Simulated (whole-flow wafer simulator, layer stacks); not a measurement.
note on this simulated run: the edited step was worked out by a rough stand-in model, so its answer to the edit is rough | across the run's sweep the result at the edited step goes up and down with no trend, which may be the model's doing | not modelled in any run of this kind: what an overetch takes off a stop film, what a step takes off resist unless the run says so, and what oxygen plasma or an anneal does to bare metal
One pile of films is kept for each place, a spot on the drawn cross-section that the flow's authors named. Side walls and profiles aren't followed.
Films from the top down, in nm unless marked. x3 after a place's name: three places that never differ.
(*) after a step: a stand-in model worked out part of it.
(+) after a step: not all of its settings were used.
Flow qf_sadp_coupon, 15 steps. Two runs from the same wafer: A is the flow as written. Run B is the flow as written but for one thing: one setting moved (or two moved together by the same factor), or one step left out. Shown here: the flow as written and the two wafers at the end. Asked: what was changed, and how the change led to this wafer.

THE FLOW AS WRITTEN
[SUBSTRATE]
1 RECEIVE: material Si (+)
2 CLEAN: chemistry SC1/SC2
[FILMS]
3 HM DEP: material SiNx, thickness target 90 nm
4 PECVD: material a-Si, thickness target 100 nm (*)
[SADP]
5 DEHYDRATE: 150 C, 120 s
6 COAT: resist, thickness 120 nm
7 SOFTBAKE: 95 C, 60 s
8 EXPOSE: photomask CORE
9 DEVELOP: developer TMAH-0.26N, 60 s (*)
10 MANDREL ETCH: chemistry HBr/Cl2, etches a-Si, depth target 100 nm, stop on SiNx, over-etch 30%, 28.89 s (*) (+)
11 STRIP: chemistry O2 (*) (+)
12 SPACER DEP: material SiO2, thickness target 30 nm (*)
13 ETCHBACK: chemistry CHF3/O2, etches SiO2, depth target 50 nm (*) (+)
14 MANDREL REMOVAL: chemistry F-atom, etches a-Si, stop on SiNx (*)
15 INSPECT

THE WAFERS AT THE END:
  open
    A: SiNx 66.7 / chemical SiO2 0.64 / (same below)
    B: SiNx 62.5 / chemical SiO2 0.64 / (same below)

The cause: step 12, SPACER DEP: thickness target 25.6 nm was run, where the flow has thickness target 30 nm.

How the change led to this, step by step:
  12 SPACER DEP: material SiO2, thickness target 30 nm (*)
      m, open: A SiO2 +30 (new film) | B SiO2 +25.6 (new film)
  13 ETCHBACK: chemistry CHF3/O2, etches SiO2, depth target 50 nm (*) (+)
      m: A SiO2 -30 (all of it), chemical SiO2 -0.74 (all of it), a-Si -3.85 | B SiO2 -25.6 (all of it), chemical SiO2 -0.74 (all of it), a-Si -4.73
      open: A SiO2 -30 (all of it), SiNx -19 | B SiO2 -25.6 (all of it), SiNx -23.2
